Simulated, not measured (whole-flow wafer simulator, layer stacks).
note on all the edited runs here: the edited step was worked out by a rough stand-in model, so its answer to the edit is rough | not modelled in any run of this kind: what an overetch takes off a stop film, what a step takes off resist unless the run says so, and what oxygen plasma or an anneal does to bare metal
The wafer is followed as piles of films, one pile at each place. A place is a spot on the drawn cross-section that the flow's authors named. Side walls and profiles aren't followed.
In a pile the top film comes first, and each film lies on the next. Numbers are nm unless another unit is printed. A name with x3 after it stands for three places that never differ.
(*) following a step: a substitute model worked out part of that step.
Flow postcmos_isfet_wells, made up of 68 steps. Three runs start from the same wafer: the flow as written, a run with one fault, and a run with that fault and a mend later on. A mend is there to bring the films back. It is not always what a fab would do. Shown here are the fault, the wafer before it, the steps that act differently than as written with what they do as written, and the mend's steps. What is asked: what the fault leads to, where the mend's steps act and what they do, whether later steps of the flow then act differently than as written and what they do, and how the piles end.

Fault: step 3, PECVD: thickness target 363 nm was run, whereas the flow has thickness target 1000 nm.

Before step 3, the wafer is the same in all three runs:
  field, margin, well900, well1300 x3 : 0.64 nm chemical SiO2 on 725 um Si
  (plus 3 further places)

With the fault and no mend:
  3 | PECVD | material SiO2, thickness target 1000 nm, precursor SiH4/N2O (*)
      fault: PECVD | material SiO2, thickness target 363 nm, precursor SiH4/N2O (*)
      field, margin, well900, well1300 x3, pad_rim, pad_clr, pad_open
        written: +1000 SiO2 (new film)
        fault: +363 SiO2 (new film)
  None of the later steps of the flow acts differently than as written at any place that is followed.
  The piles end different from the flow's at field, margin, well900, well1300 x3, pad_rim, pad_clr, pad_open by more than 2% or 0.5 nm, whichever is larger.
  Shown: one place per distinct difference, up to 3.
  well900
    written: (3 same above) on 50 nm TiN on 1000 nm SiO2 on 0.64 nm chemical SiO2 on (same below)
    fault: (3 same above) on 50 nm TiN on 363 nm SiO2 on 0.64 nm chemical SiO2 on (same below)
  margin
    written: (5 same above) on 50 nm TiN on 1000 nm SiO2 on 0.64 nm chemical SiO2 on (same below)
    fault: (5 same above) on 50 nm TiN on 363 nm SiO2 on 0.64 nm chemical SiO2 on (same below)
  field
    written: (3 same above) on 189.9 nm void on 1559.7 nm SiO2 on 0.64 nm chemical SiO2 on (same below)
    fault: (3 same above) on 189.9 nm void on 922.7 nm SiO2 on 0.64 nm chemical SiO2 on (same below)

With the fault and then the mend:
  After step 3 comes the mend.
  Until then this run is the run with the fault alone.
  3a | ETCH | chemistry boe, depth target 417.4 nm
      field, margin, well900, well1300 x3, pad_rim, pad_clr, pad_open
        -363 SiO2 (all of it), -0.64 chemical SiO2 (all of it)
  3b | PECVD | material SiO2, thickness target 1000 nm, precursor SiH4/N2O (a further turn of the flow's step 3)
      field, margin, well900, well1300 x3, pad_rim, pad_clr, pad_open
        +1000 SiO2 (new film)
  None of the later steps of the flow acts differently than as written at any place that is followed.
  The piles end different from the flow's at field, margin, well900, well1300 x3, pad_rim, pad_clr, pad_open by more than 2% or 0.5 nm, whichever is larger.
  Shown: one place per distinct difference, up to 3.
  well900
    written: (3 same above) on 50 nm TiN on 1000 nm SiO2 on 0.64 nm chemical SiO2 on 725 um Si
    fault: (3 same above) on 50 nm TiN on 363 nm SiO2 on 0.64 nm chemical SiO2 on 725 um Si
    mend: (3 same above) on 50 nm TiN on 1000 nm SiO2 on 725 um Si
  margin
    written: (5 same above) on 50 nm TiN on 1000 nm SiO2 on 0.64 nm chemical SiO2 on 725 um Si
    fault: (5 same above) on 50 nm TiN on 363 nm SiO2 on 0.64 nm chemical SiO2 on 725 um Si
    mend: (5 same above) on 50 nm TiN on 1000 nm SiO2 on 725 um Si
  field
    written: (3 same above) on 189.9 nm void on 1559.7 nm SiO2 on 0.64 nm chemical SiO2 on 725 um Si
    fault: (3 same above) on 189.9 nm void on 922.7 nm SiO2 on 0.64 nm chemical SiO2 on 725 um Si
    mend: (3 same above) on 189.9 nm void on 1559.7 nm SiO2 on 725 um Si
